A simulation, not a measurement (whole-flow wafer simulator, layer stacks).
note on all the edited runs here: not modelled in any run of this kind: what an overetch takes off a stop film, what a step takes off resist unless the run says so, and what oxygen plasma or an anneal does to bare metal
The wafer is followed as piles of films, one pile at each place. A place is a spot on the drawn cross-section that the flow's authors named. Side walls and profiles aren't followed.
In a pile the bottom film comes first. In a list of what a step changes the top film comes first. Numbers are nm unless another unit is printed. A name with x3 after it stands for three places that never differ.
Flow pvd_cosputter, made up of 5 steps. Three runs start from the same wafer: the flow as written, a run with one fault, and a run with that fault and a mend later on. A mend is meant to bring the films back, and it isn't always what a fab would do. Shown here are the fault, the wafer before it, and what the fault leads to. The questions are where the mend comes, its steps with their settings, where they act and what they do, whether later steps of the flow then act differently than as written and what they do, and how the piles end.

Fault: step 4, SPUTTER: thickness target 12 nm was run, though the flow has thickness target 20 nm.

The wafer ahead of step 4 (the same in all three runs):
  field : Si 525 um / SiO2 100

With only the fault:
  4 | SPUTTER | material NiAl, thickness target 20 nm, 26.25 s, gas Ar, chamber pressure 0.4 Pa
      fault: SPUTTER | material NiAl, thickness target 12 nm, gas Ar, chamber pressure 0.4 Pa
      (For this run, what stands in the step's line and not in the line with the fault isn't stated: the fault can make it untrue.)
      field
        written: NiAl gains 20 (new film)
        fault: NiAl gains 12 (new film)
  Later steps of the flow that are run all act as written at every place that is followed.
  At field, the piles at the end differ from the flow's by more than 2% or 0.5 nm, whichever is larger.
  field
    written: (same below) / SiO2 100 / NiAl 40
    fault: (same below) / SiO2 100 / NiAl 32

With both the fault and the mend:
  After step 4 comes the mend.
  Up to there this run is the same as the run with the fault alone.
  4a | SPUTTER | material NiAl, thickness target 8 nm, gas Ar, chamber pressure 0.4 Pa (the flow's step 4 again, with other settings)
      field
        NiAl gains 8
  Later steps of the flow that are run all act as written at every place that is followed.
  By the end, the piles equal the flow's at every place that both follow.
